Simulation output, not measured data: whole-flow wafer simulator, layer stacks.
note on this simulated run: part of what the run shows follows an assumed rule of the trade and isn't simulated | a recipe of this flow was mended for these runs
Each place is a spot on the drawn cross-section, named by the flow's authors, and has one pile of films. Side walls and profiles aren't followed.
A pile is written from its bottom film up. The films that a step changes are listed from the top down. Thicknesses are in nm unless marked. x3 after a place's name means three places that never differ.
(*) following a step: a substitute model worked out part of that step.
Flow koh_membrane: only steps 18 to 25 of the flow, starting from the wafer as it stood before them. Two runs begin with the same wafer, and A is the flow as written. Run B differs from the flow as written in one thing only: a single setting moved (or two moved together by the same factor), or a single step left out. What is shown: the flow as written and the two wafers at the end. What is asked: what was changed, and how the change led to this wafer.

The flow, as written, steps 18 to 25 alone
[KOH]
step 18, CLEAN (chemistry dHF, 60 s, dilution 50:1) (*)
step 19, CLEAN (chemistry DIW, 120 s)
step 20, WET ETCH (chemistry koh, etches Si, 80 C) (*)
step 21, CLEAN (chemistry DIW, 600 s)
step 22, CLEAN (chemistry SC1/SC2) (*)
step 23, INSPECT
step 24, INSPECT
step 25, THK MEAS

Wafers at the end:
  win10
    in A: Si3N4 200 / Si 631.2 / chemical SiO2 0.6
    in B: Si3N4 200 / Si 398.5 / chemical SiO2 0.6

Cause: step 20, WET ETCH: 90.7 C was run, though the flow has 80 C.

The path from the change to this, step by step:
  step 20, WET ETCH (chemistry koh, etches Si, 80 C) (*)
      win10: A -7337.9 Si | B -7570.6 Si
